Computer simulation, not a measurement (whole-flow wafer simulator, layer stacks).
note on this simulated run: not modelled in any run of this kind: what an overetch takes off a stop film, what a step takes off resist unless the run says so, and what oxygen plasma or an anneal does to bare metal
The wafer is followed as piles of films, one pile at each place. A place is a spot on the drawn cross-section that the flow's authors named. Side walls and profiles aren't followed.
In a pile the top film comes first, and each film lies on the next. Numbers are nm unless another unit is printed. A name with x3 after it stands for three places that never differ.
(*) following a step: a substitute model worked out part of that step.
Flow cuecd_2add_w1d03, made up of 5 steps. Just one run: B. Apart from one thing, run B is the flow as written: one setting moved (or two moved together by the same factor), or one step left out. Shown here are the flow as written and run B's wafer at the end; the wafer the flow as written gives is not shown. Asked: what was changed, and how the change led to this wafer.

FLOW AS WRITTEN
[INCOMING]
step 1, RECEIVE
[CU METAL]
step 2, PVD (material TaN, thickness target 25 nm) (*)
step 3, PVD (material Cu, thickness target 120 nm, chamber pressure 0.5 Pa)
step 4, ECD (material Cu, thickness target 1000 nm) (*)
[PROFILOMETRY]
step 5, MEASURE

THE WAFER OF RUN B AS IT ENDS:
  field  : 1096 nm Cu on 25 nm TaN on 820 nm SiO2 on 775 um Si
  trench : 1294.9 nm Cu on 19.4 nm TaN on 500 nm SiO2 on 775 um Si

What caused this: step 3, PVD: thickness target 96 nm was run, whereas the flow has thickness target 120 nm.

How this came from the change, step by step:
  step 3, PVD (material Cu, thickness target 120 nm, chamber pressure 0.5 Pa)
      field: +96 Cu (new film) (in the flow as written it would be: +120 Cu (new film))
      trench: +74.8 Cu (new film) (in the flow as written it would be: +93.4 Cu (new film))
